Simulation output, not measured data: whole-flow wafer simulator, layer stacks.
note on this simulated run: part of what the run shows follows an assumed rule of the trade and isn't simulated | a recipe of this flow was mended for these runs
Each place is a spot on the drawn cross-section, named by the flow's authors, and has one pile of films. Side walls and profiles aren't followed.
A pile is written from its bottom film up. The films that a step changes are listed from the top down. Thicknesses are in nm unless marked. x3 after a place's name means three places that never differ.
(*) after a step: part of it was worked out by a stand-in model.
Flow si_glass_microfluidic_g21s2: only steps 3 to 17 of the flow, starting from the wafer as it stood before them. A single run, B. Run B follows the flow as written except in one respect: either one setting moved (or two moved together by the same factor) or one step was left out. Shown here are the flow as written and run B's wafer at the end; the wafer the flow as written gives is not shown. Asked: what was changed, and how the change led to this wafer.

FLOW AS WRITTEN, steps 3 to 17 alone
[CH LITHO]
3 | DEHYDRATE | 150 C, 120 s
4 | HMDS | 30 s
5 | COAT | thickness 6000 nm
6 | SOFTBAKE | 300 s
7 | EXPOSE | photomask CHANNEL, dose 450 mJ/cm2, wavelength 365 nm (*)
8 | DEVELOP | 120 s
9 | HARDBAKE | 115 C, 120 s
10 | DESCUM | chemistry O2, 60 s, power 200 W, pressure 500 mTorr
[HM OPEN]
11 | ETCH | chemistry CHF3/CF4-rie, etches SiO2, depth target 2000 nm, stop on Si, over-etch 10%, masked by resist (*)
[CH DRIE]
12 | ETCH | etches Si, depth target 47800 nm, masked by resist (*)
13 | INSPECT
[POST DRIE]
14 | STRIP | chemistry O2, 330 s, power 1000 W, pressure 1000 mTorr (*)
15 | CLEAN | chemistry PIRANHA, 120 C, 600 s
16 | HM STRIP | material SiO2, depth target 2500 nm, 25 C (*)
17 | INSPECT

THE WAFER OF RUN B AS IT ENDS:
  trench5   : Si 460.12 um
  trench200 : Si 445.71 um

The reason: step 5, COAT: thickness 2400 nm was run, though the flow has thickness 6000 nm.

The path from the change to this, step by step:
  5 | COAT | thickness 6000 nm
      land, trench20, trench5, trench200: +2400 thick-i-line-resist (new film) (in the flow as written it would be: +6000 thick-i-line-resist (new film))
  8 | DEVELOP | 120 s
      trench20, trench5, trench200: -2400 thick-i-line-resist (all of it) (in the flow as written it would be: -6000 thick-i-line-resist (all of it))
  9 | HARDBAKE | 115 C, 120 s
      land: -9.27 thick-i-line-resist (in the flow as written it would be: -33.5 thick-i-line-resist)
  12 | ETCH | etches Si, depth target 47800 nm, masked by resist (*)
      trench5: -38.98 um Si (in the flow as written it would be: -38.09 um Si)
      trench200: -53.39 um Si (in the flow as written it would be: -54.08 um Si)
  14 | STRIP | chemistry O2, 330 s, power 1000 W, pressure 1000 mTorr (*)
      land: -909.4 thick-i-line-resist (all of it) (in the flow as written it would be: -4476.3 thick-i-line-resist (all of it))
